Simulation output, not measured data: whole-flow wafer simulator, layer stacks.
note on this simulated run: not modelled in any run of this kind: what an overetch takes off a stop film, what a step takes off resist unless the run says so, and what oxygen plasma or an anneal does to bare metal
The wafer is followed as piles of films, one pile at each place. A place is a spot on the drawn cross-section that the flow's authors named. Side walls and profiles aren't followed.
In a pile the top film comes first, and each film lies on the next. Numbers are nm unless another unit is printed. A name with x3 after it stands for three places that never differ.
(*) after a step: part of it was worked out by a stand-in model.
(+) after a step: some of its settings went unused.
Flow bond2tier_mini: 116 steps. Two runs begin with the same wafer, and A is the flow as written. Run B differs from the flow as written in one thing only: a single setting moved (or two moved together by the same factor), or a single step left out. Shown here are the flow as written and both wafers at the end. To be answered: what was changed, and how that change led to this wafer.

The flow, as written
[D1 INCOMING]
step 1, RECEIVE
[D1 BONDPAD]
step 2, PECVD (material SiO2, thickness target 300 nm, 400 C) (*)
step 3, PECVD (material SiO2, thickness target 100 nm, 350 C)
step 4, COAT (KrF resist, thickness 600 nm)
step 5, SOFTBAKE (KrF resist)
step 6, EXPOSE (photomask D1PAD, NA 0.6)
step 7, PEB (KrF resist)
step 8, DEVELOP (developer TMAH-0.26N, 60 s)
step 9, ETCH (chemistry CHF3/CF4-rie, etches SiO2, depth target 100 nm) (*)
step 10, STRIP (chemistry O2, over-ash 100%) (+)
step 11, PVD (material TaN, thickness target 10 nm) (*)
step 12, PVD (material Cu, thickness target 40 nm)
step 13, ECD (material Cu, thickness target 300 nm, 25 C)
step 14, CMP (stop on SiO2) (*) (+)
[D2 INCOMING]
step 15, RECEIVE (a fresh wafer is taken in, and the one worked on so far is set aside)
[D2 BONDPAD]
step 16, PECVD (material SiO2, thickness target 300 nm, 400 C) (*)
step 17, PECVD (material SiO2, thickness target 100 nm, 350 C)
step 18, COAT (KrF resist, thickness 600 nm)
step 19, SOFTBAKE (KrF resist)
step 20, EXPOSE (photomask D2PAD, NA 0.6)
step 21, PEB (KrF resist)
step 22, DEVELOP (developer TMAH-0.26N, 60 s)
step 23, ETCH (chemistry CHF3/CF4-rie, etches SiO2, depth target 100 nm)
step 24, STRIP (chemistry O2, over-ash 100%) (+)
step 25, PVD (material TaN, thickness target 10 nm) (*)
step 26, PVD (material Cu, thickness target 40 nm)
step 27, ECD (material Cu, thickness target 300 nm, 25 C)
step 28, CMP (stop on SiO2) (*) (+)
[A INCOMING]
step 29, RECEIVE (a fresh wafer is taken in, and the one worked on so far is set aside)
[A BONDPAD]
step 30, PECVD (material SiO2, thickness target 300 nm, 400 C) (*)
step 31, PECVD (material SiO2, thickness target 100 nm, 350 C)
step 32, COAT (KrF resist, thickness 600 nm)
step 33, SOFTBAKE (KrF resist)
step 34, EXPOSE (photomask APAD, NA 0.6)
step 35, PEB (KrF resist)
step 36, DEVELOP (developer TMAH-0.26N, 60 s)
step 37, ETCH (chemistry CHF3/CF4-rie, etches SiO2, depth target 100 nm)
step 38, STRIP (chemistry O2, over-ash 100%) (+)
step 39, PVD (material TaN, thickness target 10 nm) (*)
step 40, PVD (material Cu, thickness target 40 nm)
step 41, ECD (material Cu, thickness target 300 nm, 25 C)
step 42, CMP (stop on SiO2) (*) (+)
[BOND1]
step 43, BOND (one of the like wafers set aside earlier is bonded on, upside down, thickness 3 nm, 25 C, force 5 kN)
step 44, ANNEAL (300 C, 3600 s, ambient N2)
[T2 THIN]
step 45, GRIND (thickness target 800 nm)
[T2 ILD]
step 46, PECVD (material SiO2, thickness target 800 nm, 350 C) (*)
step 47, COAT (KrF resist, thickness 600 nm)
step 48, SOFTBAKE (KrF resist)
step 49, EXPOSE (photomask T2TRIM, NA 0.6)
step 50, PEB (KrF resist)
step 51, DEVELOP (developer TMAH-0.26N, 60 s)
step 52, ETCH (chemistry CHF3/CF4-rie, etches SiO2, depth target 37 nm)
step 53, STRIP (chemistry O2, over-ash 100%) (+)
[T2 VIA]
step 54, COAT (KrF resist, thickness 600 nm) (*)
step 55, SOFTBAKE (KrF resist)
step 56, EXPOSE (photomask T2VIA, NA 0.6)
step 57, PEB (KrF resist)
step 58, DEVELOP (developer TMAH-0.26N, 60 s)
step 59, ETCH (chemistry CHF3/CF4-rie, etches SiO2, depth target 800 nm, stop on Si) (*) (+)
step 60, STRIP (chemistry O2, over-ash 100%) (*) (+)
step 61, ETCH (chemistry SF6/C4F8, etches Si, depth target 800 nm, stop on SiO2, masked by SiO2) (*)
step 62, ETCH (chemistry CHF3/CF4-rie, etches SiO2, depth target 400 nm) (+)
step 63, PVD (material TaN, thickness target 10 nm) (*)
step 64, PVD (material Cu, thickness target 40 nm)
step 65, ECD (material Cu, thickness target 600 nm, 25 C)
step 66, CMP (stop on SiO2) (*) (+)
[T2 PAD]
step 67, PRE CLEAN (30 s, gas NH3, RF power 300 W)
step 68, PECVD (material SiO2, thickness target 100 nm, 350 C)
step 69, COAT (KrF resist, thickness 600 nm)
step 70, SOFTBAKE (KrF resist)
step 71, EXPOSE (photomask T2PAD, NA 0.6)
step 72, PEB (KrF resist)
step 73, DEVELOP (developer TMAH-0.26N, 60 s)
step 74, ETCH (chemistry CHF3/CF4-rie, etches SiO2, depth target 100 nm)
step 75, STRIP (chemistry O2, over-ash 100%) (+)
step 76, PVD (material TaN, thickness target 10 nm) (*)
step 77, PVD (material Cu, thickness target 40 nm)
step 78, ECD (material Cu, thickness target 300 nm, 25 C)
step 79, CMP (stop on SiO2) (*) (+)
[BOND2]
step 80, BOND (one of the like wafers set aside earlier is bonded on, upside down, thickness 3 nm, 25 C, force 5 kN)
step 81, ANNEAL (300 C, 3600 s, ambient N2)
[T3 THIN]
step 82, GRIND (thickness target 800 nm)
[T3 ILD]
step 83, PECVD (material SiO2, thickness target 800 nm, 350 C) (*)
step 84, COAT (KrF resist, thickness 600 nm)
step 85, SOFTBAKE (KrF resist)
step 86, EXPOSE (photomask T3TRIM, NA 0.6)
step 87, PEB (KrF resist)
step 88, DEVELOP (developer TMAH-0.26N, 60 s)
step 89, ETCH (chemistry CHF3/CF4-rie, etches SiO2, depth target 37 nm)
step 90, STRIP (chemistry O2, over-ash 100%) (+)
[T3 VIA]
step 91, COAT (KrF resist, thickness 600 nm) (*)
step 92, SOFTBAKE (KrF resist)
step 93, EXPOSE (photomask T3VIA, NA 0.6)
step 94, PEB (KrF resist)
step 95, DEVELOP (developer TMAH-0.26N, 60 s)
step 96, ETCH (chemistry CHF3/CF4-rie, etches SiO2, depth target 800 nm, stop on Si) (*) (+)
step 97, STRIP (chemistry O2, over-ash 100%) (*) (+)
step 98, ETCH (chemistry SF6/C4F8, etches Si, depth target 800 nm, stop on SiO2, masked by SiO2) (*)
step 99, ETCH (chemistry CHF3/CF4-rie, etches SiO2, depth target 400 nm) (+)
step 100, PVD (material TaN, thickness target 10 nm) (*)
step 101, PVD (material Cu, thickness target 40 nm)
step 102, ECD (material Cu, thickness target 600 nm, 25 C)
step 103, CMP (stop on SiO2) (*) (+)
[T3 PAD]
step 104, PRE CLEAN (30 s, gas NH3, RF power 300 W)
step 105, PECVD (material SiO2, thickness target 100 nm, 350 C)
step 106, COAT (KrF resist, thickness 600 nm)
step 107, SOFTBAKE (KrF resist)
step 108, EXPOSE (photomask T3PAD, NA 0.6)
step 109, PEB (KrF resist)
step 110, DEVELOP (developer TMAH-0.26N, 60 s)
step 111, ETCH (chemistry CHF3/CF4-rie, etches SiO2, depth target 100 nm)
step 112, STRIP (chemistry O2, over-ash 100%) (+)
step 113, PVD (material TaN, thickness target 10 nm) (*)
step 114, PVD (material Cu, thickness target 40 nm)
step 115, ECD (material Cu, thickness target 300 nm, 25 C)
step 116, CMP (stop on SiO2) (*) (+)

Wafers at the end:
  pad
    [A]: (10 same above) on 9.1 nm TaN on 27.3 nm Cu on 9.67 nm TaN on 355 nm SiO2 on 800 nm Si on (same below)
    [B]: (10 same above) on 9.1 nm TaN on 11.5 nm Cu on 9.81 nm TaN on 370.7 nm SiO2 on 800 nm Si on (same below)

The reason: step 52, ETCH: depth target 21.3 nm was run, whereas the flow has depth target 37 nm.

Step by step, how the change led to this:
  step 52, ETCH (chemistry CHF3/CF4-rie, etches SiO2, depth target 37 nm)
      pad, via: A -37 SiO2 | B -21.3 SiO2
      field: A -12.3 KrF resist | B -7.1 KrF resist
  step 59, ETCH (chemistry CHF3/CF4-rie, etches SiO2, depth target 800 nm, stop on Si) (*) (+)
      via: A -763 SiO2 (all of it) | B -778.7 SiO2 (all of it)
  step 60, STRIP (chemistry O2, over-ash 100%) (*) (+)
      field: A -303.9 KrF resist (all of it) | B -310.6 KrF resist (all of it)
      pad: A -336 KrF resist (all of it) | B -329 KrF resist (all of it)
  step 65, ECD (material Cu, thickness target 600 nm, 25 C)
      pad: A +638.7 Cu | B +622.2 Cu
